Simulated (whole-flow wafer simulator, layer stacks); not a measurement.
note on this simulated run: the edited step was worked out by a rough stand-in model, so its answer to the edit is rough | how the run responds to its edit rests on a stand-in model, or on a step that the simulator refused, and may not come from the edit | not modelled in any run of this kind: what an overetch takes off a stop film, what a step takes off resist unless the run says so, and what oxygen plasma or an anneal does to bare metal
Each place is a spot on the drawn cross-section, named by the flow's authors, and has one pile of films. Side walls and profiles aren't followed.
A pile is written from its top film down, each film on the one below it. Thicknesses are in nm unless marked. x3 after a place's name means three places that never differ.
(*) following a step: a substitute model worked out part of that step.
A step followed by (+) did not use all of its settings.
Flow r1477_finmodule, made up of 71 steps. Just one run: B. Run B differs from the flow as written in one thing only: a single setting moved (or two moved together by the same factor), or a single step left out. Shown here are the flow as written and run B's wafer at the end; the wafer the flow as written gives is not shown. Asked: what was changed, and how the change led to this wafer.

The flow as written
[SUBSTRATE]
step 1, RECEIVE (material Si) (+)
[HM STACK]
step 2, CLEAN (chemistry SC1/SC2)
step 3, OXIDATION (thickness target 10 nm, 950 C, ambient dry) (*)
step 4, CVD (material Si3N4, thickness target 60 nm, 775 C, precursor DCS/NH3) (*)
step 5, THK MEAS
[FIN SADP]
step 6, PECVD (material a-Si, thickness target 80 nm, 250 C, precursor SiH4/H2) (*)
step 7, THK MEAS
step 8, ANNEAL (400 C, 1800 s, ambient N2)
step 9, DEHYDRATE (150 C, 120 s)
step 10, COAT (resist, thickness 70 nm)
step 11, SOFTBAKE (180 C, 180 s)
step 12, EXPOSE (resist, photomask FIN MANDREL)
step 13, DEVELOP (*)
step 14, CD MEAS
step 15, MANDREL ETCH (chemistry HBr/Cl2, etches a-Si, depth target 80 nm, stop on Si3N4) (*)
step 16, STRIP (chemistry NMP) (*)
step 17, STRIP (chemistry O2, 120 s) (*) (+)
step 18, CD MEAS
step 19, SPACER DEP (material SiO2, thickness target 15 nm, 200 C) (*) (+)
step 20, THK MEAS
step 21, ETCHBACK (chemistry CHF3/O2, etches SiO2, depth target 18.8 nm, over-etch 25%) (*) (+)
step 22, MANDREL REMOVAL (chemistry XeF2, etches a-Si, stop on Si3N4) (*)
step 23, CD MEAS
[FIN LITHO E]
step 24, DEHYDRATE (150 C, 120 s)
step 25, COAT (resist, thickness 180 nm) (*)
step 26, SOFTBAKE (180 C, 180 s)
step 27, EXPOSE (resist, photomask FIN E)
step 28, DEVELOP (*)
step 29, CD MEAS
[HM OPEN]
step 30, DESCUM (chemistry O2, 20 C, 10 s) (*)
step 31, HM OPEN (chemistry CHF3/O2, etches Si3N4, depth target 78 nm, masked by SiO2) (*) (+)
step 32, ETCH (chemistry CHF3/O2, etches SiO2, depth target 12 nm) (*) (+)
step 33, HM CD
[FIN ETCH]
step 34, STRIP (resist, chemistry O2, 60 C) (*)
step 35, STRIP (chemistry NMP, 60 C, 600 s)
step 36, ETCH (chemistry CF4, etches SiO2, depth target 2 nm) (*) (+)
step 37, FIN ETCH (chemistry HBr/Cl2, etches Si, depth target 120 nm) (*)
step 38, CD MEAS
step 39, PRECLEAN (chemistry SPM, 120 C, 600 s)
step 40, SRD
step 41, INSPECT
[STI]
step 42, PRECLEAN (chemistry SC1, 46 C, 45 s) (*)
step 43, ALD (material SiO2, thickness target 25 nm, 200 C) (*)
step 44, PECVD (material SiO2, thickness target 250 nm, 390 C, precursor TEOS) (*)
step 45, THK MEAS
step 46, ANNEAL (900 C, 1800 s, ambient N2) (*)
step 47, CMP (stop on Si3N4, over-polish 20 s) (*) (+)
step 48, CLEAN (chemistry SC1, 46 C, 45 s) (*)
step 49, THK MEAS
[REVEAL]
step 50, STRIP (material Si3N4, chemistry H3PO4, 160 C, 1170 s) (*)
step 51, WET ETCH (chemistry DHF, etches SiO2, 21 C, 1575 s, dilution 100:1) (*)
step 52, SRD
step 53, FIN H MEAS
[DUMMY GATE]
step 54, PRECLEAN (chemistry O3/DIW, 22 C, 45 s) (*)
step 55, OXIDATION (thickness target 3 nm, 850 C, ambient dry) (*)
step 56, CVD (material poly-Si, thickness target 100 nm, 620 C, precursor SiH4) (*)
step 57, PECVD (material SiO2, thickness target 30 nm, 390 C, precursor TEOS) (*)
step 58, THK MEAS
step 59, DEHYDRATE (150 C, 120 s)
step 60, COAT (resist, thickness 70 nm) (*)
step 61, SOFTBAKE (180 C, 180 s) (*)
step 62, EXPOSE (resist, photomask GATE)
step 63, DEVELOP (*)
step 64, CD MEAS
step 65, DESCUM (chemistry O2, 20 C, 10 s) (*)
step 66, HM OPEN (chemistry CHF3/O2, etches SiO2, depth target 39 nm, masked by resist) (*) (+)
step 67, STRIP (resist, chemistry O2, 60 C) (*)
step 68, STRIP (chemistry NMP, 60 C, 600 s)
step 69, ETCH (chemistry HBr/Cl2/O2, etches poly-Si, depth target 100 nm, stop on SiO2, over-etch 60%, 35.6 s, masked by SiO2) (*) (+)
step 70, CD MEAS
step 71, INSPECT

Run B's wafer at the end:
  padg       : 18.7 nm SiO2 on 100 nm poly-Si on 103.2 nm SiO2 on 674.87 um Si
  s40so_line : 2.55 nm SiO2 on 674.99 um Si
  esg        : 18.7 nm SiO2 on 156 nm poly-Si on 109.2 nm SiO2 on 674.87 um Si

Cause: step 57, PECVD: thickness target 24 nm was run, while the flow as written has thickness target 30 nm.

The path from the change to this, step by step:
  step 57, PECVD (material SiO2, thickness target 30 nm, 390 C, precursor TEOS) (*)
      pad, padg, elg and 33 more: +24 SiO2 (new film) (in the flow as written it would be: +30 SiO2 (new film))
  step 66, HM OPEN (chemistry CHF3/O2, etches SiO2, depth target 39 nm, masked by resist) (*) (+)
      pad, elo, eso and 15 more: -24 SiO2 (all of it), -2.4 poly-Si (in the flow as written it would be: -30 SiO2 (all of it), -1.8 poly-Si)
      padg, elg, esg and 15 more: -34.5 resist (in the flow as written it would be: -37.4 resist)
  step 67, STRIP (resist, chemistry O2, 60 C) (*)
      padg, elg, esg: -18.8 resist (all of it) (in the flow as written it would be: -15.9 resist (all of it))
      e40lg, e100lg: -15.6 resist (all of it) (in the flow as written it would be: -12.8 resist (all of it))
      (as well as at 13 more places)
